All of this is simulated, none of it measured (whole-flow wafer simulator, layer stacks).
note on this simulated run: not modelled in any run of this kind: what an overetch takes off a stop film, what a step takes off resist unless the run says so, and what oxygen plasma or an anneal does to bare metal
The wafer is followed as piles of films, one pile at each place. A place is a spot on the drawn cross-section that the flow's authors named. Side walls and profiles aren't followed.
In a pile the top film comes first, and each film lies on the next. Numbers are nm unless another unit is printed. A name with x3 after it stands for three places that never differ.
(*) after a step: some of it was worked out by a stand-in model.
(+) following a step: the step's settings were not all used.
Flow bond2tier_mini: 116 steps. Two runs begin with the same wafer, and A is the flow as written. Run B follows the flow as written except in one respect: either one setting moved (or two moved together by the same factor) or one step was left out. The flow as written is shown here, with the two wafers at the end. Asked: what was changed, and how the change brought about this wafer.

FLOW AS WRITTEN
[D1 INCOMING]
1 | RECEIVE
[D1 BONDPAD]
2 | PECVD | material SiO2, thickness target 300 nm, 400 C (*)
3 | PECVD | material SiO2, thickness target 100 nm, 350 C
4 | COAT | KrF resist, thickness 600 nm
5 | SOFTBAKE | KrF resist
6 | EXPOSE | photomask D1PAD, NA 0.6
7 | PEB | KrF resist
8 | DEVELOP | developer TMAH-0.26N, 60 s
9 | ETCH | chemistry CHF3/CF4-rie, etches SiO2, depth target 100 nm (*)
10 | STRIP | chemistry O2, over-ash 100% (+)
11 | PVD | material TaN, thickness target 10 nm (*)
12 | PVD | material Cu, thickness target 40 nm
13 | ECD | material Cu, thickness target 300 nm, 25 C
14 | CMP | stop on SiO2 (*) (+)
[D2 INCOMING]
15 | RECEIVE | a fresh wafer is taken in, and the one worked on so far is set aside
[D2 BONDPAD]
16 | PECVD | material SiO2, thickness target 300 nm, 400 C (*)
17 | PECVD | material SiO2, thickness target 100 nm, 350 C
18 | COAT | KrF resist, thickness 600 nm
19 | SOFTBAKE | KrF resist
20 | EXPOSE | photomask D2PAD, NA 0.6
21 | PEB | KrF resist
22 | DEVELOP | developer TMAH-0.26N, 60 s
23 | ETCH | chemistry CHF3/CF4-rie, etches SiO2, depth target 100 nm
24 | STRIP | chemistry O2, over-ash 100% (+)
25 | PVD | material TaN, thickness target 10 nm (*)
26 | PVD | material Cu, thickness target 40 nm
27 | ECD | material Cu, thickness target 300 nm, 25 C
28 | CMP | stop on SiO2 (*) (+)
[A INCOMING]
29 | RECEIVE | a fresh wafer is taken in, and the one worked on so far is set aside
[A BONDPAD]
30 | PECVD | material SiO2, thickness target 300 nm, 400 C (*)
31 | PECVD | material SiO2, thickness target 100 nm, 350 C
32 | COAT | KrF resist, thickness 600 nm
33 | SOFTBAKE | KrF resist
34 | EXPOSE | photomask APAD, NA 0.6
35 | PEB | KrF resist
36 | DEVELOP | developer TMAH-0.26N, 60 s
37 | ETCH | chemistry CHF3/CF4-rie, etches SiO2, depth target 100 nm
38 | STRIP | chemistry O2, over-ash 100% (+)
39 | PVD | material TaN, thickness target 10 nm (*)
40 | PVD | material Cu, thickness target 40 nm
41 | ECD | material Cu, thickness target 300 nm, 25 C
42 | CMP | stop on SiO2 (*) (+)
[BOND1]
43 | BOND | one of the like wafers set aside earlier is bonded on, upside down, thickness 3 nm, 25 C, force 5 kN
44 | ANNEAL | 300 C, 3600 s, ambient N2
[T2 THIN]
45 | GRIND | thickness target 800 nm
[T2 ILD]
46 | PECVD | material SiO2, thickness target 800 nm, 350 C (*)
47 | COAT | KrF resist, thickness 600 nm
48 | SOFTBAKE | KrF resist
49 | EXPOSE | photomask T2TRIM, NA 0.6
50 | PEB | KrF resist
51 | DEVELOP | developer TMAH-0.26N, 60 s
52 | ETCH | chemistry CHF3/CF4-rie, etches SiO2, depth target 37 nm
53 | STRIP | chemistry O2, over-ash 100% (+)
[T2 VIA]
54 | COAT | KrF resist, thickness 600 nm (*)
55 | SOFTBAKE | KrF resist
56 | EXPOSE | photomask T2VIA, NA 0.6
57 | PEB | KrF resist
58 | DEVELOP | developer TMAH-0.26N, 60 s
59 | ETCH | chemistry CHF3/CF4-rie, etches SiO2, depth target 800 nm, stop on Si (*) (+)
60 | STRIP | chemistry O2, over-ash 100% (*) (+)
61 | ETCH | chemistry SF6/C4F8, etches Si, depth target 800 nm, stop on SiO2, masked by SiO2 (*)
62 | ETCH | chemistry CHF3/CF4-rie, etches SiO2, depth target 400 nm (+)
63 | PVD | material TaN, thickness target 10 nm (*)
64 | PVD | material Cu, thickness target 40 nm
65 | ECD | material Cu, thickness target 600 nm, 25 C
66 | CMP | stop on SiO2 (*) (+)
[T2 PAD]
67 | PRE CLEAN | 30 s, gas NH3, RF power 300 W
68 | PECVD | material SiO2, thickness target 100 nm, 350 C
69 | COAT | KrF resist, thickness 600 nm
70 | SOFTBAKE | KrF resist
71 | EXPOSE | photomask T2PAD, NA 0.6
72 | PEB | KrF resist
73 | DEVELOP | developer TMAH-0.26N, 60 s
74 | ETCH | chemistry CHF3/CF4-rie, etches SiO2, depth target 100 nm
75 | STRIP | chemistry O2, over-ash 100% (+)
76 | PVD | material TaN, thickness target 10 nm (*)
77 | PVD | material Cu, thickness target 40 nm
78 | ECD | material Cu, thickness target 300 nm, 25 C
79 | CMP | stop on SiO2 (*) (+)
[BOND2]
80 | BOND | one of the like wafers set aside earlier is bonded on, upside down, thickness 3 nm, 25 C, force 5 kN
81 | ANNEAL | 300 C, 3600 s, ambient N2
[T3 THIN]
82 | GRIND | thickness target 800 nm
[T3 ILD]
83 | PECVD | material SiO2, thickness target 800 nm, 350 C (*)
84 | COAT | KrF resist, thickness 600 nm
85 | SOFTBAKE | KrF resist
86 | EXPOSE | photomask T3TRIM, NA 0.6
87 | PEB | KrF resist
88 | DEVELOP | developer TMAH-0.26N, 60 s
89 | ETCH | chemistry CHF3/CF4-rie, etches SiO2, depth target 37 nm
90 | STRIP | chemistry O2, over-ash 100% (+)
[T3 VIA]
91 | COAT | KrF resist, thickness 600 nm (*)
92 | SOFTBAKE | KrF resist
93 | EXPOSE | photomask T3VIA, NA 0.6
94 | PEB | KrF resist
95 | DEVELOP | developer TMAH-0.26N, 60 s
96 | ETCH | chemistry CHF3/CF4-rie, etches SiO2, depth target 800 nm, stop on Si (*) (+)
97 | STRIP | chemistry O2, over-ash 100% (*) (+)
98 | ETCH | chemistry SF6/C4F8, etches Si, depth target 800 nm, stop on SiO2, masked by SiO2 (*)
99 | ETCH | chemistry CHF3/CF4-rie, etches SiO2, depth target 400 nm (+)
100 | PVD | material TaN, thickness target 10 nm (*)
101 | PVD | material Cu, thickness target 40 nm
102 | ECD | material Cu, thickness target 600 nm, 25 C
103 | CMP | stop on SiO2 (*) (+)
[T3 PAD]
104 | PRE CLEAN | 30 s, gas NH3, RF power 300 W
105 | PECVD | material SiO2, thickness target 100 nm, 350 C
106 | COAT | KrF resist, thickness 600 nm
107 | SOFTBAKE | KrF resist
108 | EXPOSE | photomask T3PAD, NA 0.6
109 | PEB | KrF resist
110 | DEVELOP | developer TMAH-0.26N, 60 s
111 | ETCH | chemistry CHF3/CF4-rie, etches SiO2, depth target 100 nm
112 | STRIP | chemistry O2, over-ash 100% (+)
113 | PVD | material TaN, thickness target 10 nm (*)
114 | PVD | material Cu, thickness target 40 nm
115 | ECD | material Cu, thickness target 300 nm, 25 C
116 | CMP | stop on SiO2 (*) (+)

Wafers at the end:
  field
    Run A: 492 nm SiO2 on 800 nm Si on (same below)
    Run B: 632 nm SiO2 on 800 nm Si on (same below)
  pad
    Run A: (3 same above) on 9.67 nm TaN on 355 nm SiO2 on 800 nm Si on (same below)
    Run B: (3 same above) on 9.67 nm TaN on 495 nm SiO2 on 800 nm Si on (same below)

Cause: step 99, ETCH: depth target 260 nm was run, while the flow as written has depth target 400 nm.

How this came from the change, step by step:
  99 | ETCH | chemistry CHF3/CF4-rie, etches SiO2, depth target 400 nm (+)
      field, pad: A SiO2 loses 400 | B SiO2 loses 260
